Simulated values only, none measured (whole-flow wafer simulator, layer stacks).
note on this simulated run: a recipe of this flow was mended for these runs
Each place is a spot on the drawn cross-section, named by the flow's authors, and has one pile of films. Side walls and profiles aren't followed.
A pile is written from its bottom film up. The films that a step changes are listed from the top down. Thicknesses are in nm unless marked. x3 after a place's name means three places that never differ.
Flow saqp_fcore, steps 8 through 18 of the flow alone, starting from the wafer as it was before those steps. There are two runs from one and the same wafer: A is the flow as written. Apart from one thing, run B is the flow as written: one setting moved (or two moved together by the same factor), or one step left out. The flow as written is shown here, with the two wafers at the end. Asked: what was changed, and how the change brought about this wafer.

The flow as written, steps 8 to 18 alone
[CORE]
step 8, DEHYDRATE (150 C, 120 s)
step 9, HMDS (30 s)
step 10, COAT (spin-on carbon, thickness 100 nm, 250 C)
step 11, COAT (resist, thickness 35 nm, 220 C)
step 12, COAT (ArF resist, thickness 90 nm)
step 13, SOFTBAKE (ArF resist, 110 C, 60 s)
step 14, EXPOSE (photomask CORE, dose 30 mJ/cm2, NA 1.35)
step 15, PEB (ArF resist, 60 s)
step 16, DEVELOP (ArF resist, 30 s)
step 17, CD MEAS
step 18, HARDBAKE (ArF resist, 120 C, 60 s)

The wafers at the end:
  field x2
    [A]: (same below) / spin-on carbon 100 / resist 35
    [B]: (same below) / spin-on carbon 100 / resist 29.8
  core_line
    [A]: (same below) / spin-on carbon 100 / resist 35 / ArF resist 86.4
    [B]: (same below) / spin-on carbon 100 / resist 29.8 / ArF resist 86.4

What caused this: step 11, COAT: thickness 29.8 nm was run, while the flow as written has thickness 35 nm.
The wafer lets one read it off: field x2 has resist 29.8, and step 11 as written asks for 35 nm.

How this came from the change, step by step:
  step 11, COAT (resist, thickness 35 nm, 220 C)
      field x2, core_line: A resist gains 35 (new film) | B resist gains 29.8 (new film)
